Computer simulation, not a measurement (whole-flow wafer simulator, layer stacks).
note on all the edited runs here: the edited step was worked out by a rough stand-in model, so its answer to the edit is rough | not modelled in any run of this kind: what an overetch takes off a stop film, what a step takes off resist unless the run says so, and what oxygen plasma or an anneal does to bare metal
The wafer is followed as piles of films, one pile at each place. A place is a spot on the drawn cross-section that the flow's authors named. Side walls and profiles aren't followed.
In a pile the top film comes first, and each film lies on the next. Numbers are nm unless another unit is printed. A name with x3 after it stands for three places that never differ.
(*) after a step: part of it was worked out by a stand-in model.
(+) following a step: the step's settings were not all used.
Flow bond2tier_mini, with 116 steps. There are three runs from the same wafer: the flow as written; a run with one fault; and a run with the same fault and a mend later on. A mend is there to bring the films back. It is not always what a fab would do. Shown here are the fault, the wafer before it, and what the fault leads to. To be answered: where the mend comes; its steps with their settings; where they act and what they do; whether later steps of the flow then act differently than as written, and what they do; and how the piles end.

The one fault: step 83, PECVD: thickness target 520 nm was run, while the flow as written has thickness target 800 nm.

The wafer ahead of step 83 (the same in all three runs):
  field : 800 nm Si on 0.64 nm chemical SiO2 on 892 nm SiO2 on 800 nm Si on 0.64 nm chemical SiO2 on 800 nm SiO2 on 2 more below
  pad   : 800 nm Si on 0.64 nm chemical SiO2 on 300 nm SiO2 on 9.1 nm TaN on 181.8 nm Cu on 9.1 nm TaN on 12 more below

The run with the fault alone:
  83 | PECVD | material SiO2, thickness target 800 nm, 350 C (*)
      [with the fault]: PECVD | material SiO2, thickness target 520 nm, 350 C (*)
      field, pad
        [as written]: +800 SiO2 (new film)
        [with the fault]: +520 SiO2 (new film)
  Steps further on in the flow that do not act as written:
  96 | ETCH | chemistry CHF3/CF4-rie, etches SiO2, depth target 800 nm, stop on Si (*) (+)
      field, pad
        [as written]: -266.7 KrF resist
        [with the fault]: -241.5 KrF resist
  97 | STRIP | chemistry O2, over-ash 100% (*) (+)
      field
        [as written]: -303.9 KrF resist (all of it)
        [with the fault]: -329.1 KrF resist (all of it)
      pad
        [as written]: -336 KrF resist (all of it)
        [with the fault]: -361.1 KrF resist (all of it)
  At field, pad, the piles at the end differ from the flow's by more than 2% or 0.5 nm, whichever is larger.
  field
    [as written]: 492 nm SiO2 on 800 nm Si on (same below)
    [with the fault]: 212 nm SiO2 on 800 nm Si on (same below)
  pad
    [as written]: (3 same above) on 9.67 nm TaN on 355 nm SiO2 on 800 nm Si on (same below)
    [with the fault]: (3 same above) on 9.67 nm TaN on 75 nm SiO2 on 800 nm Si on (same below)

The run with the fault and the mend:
  The mend follows step 88.
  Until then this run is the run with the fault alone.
  88a | STRIP | chemistry O2, over-ash 100% (+)
      field
        -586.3 KrF resist (all of it)
  88b | PECVD | material SiO2, thickness target 280 nm, 350 C (*) (the flow's step 83 again, with other settings)
      field, pad
        +280 SiO2
  88c | COAT | KrF resist, thickness 600 nm (the flow's step 84 again)
      field, pad
        +600 KrF resist (new film)
  88d | SOFTBAKE | KrF resist (the flow's step 85 again)
      does not change any film at any place that is followed
  88e | EXPOSE | photomask T3TRIM, NA 0.6 (the flow's step 86 again)
      does not change any film at any place that is followed
  88f | PEB | KrF resist (the flow's step 87 again)
      does not change any film at any place that is followed
  88g | DEVELOP | developer TMAH-0.26N, 60 s (the flow's step 88 again)
      field
        -13.7 KrF resist
      pad
        -600 KrF resist (all of it)
  Later steps of the flow that are run all act as written at every place that is followed.
  By the end, the piles equal the flow's at every place that both follow.
